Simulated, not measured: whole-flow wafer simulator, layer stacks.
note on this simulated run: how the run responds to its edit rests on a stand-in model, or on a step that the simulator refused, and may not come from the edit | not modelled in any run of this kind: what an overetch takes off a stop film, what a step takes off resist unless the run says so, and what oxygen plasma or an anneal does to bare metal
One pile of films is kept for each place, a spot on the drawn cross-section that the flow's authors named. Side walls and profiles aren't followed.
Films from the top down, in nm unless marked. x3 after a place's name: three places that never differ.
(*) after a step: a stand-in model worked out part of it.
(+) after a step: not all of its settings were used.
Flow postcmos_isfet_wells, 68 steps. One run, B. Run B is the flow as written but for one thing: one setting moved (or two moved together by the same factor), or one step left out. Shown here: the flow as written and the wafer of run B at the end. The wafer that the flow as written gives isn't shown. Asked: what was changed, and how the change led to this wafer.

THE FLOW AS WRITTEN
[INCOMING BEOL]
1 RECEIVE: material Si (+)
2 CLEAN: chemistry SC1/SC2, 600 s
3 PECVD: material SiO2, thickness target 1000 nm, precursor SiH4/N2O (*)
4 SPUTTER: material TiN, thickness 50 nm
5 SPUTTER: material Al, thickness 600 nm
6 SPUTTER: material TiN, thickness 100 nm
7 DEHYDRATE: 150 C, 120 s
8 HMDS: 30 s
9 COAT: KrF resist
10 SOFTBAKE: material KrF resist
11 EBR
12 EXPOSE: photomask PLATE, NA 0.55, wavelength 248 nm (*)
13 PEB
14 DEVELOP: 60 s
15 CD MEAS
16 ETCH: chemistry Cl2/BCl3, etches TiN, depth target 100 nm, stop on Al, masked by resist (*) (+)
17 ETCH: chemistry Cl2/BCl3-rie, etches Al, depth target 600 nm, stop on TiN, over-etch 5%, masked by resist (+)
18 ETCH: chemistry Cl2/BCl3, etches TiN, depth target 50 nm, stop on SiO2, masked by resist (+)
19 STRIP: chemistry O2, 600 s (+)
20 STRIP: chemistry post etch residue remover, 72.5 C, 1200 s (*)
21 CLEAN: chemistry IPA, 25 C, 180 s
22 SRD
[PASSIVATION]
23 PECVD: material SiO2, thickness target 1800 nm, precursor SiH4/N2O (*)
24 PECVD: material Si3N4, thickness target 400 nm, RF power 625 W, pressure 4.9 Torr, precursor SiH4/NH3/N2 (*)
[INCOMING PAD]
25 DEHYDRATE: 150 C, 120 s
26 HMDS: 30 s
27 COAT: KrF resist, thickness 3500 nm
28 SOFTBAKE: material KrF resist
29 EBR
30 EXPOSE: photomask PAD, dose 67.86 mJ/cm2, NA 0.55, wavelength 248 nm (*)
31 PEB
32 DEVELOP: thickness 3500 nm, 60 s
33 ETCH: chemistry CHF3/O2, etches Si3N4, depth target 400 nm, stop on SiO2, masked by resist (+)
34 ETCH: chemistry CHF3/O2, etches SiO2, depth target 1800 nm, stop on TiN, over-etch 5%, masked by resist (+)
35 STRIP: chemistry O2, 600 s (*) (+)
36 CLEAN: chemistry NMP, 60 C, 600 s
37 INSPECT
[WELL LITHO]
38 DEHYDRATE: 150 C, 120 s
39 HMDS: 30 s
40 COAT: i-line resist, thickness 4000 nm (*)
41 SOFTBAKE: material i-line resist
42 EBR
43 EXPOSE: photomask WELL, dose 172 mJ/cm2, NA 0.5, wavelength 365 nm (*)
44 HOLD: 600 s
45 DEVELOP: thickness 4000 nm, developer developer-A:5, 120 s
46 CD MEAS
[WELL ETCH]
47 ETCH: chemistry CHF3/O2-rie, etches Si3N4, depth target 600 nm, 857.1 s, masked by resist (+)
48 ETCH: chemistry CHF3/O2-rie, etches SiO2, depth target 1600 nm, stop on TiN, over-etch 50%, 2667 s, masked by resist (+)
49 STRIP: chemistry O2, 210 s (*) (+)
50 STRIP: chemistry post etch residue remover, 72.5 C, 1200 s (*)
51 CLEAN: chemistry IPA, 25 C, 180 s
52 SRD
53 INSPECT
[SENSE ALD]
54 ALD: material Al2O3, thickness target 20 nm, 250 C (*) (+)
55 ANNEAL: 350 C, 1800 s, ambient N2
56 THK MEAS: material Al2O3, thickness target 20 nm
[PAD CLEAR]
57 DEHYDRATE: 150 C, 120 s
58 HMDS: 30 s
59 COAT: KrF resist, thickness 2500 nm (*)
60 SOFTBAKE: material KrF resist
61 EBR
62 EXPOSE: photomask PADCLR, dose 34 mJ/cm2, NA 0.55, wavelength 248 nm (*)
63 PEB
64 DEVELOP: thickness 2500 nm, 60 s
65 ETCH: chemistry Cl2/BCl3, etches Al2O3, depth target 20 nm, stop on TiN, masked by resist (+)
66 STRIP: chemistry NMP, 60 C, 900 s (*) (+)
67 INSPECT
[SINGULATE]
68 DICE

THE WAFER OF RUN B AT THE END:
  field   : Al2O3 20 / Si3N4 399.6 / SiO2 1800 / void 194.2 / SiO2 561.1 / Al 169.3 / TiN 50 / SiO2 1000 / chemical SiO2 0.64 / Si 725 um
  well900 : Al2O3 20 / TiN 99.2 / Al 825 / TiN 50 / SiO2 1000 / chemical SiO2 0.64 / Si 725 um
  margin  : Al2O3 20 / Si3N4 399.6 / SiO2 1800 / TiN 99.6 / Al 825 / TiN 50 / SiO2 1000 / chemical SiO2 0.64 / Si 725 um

The cause: step 5, SPUTTER: thickness 825 nm was run, where the flow has thickness 600 nm.
It can be read off the wafer: well900 has Al 825, and step 5 as written asks for 600 nm.

How the change led to this, step by step:
  5 SPUTTER: material Al, thickness 600 nm
      field, margin, well900, well1300 x3, pad_rim, pad_clr, pad_open: Al +825 (new film) (as written it would be: Al +600 (new film))
  17 ETCH: chemistry Cl2/BCl3-rie, etches Al, depth target 600 nm, stop on TiN, over-etch 5%, masked by resist (+)
      field: Al -600 (as written it would be: Al -600 (all of it))
  18 ETCH: chemistry Cl2/BCl3, etches TiN, depth target 50 nm, stop on SiO2, masked by resist (+)
      field: Al -50 (as written it would be: TiN -50 (all of it))
  20 STRIP: chemistry post etch residue remover, 72.5 C, 1200 s (*)
      field: Al -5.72 (as written it would be: nothing)
  23 PECVD: material SiO2, thickness target 1800 nm, precursor SiH4/N2O (*)
      field: SiO2 +1800 (new film), void +194.2 (new film), SiO2 +561.1 (new film) (as written it would be: SiO2 +1800 (new film), void +189.9 (new film), SiO2 +559.7)
Counting metal films that touch as one body, field has 1 body; the flow as written gives 0 bodies.
